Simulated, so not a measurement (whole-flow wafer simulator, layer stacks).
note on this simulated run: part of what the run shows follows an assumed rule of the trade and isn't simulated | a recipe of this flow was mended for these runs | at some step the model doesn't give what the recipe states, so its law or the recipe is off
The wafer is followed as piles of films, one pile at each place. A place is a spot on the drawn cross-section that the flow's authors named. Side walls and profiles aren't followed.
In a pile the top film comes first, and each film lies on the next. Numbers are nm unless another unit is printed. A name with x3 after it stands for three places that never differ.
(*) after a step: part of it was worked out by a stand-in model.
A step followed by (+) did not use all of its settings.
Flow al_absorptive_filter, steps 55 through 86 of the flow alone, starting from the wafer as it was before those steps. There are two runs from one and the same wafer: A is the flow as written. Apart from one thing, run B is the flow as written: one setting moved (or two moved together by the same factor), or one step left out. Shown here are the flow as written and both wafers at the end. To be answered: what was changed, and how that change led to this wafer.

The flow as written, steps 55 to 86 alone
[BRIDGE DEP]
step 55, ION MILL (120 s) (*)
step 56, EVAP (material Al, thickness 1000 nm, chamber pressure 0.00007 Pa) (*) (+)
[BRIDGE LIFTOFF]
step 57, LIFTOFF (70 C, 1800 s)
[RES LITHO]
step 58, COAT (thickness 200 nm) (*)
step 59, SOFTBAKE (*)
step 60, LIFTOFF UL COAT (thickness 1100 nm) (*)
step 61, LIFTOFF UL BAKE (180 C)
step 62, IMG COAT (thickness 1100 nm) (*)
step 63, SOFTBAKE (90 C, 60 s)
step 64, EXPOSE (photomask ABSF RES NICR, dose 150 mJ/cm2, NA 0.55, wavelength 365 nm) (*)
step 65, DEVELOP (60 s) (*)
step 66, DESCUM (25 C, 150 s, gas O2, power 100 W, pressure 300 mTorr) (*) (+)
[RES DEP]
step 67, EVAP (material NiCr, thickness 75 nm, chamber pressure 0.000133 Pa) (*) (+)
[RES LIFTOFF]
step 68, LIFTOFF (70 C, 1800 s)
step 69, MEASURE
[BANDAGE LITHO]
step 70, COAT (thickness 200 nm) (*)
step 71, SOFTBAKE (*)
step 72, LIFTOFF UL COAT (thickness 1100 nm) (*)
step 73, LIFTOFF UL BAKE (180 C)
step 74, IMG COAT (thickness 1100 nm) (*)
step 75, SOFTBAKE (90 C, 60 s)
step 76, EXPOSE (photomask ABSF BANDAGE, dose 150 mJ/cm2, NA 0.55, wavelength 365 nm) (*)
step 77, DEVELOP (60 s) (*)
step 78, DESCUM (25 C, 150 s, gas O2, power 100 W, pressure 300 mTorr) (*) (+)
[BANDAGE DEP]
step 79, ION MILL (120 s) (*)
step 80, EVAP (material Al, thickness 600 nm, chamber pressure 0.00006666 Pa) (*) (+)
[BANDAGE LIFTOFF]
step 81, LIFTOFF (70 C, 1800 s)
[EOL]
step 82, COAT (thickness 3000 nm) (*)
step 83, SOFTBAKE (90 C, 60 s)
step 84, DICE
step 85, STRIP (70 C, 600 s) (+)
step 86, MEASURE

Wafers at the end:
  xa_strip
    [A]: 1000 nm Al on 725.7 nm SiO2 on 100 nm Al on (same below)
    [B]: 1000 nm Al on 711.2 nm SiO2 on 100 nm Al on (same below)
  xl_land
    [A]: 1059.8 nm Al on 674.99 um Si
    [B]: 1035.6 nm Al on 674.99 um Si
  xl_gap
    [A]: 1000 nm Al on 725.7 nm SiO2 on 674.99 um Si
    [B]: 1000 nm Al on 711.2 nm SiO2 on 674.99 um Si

What caused this: step 55, ION MILL: 192 s was run, whereas the flow has 120 s.

How this came from the change, step by step:
  step 55, ION MILL (120 s) (*)
      gnd, pad_far, pad_near and 7 more: A -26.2 i-line-resist | B -41.9 i-line-resist
      xa_strip, xl_gap, xl_turn: A -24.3 SiO2 | B -38.8 SiO2
      (also at 1 further place)
